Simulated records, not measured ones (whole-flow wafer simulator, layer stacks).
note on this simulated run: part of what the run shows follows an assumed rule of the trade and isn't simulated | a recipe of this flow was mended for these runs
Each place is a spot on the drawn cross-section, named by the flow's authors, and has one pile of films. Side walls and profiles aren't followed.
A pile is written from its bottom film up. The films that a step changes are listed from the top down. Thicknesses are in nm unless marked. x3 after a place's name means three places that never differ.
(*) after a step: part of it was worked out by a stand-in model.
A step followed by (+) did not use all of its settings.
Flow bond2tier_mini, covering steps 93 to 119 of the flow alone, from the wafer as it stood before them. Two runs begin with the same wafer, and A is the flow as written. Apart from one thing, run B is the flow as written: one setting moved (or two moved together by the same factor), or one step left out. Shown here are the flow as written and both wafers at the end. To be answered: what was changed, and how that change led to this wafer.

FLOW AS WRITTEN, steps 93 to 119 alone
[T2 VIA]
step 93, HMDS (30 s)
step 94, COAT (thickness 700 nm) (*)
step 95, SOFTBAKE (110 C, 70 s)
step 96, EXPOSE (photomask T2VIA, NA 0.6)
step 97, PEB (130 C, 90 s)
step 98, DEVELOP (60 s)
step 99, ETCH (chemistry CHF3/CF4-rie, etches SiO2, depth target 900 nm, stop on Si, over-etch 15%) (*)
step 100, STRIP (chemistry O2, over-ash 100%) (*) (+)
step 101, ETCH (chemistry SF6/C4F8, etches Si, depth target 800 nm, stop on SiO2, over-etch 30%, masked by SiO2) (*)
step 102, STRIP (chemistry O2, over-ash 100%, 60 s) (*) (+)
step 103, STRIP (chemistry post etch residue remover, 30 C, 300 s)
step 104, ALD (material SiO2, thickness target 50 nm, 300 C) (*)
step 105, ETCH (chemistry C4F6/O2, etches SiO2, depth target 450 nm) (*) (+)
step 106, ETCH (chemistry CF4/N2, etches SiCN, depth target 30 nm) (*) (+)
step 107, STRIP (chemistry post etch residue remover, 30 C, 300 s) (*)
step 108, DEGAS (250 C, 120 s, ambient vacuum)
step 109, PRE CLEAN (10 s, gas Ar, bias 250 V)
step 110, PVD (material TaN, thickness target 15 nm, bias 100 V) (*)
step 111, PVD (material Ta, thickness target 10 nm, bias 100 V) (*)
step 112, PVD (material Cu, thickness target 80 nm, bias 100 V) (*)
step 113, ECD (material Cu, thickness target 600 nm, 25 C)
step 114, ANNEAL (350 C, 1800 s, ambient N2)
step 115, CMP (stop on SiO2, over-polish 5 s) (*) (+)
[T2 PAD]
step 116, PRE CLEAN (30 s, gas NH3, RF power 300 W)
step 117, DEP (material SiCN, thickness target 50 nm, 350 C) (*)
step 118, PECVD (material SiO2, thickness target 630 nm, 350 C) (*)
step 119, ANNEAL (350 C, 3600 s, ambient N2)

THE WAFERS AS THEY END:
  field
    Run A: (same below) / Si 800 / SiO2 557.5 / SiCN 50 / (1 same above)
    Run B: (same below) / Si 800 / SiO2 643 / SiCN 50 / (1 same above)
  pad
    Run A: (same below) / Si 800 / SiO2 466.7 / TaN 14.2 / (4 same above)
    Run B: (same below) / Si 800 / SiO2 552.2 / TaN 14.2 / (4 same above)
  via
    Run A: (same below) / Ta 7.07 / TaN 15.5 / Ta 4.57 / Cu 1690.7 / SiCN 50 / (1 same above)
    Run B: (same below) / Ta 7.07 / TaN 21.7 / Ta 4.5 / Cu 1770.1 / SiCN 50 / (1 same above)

What caused this: step 105, ETCH: depth target 364.5 nm was run, while the flow as written has depth target 450 nm.

Step by step, how the change led to this:
  step 105, ETCH (chemistry C4F6/O2, etches SiO2, depth target 450 nm) (*) (+)
      field, pad: A SiO2 loses 450 | B SiO2 loses 364.5
      via: A SiO2 loses 348.1 (all of it), SiCN loses 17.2 | B SiO2 loses 348.1 (all of it), SiCN loses 2.76
  step 106, ETCH (chemistry CF4/N2, etches SiCN, depth target 30 nm) (*) (+)
      via: A SiCN loses 17.6 (all of it), TaN loses 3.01 | B SiCN loses 30
  step 109, PRE CLEAN (10 s, gas Ar, bias 250 V)
      via: A TaN loses 3.19 | B SiCN loses 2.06 (all of it)
  step 113, ECD (material Cu, thickness target 600 nm, 25 C)
      via: A Cu gains 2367 | B Cu gains 2447
